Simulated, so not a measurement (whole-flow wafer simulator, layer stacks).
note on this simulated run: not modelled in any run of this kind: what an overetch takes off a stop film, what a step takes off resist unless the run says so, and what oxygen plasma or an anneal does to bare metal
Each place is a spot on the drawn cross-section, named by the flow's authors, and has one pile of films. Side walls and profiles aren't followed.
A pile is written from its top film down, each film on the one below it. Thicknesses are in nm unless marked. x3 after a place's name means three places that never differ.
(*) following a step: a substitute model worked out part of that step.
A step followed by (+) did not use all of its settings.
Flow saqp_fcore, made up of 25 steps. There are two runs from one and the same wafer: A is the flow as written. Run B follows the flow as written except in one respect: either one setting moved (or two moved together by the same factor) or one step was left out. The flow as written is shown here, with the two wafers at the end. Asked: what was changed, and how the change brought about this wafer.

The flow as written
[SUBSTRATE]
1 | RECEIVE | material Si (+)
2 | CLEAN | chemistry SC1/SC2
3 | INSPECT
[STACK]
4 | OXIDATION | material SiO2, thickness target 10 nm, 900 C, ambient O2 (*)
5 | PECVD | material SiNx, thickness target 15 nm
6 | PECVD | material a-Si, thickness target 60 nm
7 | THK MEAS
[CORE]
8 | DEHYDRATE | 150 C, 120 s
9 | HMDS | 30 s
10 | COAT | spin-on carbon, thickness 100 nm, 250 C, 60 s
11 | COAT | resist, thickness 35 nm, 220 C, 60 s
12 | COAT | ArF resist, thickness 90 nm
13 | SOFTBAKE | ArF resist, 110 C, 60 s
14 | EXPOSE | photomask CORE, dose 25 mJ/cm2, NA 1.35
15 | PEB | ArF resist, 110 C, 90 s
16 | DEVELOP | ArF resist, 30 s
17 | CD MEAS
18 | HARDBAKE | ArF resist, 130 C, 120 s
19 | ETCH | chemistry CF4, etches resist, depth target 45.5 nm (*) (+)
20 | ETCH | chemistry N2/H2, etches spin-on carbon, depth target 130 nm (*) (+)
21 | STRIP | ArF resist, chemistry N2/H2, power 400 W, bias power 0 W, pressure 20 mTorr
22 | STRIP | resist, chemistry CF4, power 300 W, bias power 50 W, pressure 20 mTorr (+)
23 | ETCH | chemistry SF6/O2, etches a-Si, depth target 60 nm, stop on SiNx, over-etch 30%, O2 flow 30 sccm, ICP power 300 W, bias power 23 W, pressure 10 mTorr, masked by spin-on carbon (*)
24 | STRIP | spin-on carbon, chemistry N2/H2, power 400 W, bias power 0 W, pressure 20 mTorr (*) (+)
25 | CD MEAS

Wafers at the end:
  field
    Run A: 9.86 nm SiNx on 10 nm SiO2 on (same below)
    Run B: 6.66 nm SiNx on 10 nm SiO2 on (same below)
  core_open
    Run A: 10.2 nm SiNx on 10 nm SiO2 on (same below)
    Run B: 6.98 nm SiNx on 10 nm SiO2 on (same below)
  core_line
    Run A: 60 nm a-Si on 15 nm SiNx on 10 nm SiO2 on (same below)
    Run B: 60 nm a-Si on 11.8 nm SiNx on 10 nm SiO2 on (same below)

What caused this: step 5, PECVD: thickness target 11.8 nm was run, while the flow as written has thickness target 15 nm.
One can read it off the wafer: core_line has SiNx 11.8, and step 5 as written asks for 15 nm.

Step by step, how the change led to this:
  5 | PECVD | material SiNx, thickness target 15 nm
      field, core_open, core_line: A +15 SiNx (new film) | B +11.8 SiNx (new film)
